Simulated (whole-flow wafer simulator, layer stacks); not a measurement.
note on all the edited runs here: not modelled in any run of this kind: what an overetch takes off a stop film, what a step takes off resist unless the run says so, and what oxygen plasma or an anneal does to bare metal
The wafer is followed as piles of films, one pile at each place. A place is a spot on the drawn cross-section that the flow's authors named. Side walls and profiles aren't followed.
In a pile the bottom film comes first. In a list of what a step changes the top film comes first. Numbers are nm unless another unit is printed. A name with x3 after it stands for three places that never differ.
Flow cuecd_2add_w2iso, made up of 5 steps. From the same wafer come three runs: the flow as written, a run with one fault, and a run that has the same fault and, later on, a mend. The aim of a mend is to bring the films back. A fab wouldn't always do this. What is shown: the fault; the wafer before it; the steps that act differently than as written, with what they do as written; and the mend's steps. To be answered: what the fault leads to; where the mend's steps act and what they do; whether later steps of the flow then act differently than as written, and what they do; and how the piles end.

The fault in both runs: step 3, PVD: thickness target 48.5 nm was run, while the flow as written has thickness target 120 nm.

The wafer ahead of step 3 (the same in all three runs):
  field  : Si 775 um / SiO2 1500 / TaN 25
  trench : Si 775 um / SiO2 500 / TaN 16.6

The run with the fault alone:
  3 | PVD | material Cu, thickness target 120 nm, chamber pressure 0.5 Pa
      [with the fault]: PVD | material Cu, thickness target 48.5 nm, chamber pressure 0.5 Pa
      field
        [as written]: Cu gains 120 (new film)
        [with the fault]: Cu gains 48.5 (new film)
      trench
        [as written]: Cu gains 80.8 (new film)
        [with the fault]: Cu gains 32.8 (new film)
  Every later step of the flow that is run acts as written, at every place that is followed, to within 2% or 0.5 nm, whichever is larger.
  By the end, the piles at field, trench depart from the flow's by more than 2% or 0.5 nm, whichever is larger.
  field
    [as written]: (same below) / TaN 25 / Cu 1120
    [with the fault]: (same below) / TaN 25 / Cu 1048.5
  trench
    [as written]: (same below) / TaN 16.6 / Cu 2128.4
    [with the fault]: (same below) / TaN 16.6 / Cu 2056.9

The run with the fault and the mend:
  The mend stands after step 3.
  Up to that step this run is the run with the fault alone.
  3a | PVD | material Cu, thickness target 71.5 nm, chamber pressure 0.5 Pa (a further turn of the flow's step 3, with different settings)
      field
        Cu gains 71.5
      trench
        Cu gains 47.6
  Every later step of the flow that is run acts as written, at every place that is followed, to within 2% or 0.5 nm, whichever is larger.
  By the end, the piles equal the flow's at every place that both follow.
